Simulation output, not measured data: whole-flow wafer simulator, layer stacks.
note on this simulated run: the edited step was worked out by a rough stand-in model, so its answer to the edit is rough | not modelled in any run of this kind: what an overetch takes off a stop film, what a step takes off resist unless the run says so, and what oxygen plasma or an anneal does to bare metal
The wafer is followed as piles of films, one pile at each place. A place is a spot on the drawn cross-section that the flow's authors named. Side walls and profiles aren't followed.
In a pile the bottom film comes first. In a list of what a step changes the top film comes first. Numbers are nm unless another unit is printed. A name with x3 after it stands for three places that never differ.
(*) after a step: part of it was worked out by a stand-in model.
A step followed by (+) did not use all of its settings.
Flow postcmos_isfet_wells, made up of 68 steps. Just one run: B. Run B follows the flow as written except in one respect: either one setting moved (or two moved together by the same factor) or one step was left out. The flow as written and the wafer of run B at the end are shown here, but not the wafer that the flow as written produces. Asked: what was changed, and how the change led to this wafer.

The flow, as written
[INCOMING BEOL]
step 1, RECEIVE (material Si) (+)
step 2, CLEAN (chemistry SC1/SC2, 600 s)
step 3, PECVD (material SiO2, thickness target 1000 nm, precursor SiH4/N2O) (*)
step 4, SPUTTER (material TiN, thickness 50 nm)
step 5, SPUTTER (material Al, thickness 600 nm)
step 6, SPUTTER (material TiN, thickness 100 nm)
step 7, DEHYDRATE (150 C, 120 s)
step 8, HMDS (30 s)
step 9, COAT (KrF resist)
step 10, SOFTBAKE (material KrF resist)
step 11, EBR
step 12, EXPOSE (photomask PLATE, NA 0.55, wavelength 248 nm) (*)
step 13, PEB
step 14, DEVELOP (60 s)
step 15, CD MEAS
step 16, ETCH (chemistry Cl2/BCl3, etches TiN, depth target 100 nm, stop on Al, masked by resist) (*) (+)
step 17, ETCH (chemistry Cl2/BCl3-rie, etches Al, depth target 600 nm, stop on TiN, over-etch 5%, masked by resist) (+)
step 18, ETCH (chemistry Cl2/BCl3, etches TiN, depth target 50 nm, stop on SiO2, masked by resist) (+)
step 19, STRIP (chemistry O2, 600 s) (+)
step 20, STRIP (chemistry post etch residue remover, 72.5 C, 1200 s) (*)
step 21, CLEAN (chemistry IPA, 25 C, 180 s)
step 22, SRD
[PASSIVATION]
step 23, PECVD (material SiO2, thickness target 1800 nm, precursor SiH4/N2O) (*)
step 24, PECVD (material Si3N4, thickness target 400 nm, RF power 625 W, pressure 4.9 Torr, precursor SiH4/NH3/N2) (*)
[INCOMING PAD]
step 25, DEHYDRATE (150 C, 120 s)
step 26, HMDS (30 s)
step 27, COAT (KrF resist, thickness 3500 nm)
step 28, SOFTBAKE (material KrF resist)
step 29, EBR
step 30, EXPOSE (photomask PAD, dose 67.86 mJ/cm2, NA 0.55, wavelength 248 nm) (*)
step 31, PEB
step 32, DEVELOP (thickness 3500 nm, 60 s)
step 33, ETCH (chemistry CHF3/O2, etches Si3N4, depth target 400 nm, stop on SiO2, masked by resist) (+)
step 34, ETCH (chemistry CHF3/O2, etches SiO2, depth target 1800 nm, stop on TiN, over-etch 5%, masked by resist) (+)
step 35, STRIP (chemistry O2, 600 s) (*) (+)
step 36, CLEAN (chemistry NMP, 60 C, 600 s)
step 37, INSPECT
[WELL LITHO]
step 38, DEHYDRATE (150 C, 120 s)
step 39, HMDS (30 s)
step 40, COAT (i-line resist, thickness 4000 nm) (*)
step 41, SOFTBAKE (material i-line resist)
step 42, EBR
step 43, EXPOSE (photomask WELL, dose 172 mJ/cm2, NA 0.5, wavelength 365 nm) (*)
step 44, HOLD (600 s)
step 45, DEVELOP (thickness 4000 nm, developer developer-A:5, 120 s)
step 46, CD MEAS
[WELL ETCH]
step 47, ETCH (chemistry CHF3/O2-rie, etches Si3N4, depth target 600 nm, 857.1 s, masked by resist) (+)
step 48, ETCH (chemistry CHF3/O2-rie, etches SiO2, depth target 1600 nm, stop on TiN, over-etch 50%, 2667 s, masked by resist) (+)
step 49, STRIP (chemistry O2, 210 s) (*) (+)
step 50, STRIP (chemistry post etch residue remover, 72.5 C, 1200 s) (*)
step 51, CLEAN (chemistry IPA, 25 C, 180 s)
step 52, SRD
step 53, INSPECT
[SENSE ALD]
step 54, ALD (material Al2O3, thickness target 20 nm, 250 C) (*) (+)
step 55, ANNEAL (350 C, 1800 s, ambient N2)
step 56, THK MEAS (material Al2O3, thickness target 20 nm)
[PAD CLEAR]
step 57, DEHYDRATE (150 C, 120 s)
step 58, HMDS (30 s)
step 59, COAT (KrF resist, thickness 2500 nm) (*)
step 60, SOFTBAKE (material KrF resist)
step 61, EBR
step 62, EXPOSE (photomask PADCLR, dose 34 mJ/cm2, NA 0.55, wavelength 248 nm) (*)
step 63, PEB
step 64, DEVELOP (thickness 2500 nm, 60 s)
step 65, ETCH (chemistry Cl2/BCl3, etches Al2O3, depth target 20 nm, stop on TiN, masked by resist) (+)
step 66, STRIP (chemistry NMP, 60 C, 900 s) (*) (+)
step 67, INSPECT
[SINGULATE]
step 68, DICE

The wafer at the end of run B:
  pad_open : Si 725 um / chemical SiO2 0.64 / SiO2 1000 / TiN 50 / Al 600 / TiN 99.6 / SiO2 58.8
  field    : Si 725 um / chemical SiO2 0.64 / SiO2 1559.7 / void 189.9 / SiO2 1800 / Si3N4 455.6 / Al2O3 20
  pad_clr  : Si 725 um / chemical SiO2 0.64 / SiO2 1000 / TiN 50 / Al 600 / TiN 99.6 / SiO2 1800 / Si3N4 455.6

The reason: step 24, PECVD: thickness target 456 nm was run, whereas the flow has thickness target 400 nm.

The path from the change to this, step by step:
  step 24, PECVD (material Si3N4, thickness target 400 nm, RF power 625 W, pressure 4.9 Torr, precursor SiH4/NH3/N2) (*)
      field, margin, well900, well1300 x3, pad_rim, pad_clr, pad_open: Si3N4 gains 456 (new film) (as written it would have been: Si3N4 gains 400 (new film))
  step 33, ETCH (chemistry CHF3/O2, etches Si3N4, depth target 400 nm, stop on SiO2, masked by resist) (+)
      pad_open: Si3N4 loses 400 (as written it would have been: Si3N4 loses 400 (all of it))
  step 34, ETCH (chemistry CHF3/O2, etches SiO2, depth target 1800 nm, stop on TiN, over-etch 5%, masked by resist) (+)
      pad_open: Si3N4 loses 56 (all of it), SiO2 loses 1741.2 (as written it would have been: SiO2 loses 1800 (all of it))
  step 47, ETCH (chemistry CHF3/O2-rie, etches Si3N4, depth target 600 nm, 857.1 s, masked by resist) (+)
      well900, well1300 x3: Si3N4 loses 456 (all of it), SiO2 loses 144 (as written it would have been: Si3N4 loses 400 (all of it), SiO2 loses 200)
  step 48, ETCH (chemistry CHF3/O2-rie, etches SiO2, depth target 1600 nm, stop on TiN, over-etch 50%, 2667 s, masked by resist) (+)
      well900, well1300 x3: SiO2 loses 1656 (all of it) (as written it would have been: SiO2 loses 1600 (all of it))
